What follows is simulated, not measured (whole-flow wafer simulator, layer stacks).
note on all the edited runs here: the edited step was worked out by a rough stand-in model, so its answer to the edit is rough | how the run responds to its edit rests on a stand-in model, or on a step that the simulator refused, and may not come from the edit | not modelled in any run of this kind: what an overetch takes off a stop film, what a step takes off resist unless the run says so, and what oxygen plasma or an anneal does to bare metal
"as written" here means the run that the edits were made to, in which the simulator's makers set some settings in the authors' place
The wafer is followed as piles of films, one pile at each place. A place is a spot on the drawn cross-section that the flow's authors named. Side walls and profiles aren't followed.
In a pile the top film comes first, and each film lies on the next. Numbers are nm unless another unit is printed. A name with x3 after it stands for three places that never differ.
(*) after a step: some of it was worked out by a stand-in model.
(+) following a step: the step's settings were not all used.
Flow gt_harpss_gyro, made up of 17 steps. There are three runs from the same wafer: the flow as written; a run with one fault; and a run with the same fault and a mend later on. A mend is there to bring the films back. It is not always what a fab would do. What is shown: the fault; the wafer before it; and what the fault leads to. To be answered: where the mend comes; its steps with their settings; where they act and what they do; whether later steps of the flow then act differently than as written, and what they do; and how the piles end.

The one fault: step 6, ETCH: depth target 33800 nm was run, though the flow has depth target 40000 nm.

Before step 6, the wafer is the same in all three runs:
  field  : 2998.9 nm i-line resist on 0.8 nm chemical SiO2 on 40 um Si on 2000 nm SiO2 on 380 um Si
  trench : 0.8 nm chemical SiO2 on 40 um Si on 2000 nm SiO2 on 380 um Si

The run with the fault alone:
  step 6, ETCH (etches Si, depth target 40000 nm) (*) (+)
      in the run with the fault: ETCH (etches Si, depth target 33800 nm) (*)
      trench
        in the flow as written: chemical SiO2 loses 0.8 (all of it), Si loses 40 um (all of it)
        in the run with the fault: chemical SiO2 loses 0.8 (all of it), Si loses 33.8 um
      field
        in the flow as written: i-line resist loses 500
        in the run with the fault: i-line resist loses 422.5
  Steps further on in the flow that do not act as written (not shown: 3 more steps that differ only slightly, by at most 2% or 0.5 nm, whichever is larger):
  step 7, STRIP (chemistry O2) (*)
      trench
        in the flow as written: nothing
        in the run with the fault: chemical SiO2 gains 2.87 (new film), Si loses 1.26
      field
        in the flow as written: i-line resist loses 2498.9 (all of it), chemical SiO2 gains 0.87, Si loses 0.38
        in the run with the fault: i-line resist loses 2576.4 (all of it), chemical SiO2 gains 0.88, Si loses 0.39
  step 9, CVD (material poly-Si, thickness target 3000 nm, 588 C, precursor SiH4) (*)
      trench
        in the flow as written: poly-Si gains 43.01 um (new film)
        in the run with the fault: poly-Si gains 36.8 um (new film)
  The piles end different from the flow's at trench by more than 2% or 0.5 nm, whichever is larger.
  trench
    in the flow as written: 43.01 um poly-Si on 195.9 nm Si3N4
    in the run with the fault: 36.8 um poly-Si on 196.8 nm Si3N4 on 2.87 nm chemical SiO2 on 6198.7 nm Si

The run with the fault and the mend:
  The mend stands after step 6.
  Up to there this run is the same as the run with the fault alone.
  step 6a, ETCH (etches Si, depth target 6200 nm) (*) (+) (the flow's step 6, run once more with other settings)
      field
        i-line resist loses 77.5
      trench
        Si loses 6199.9 (all of it)
  Later steps of the flow that are run all act as written at every place that is followed.
  By the end, the piles equal the flow's at every place that both follow.
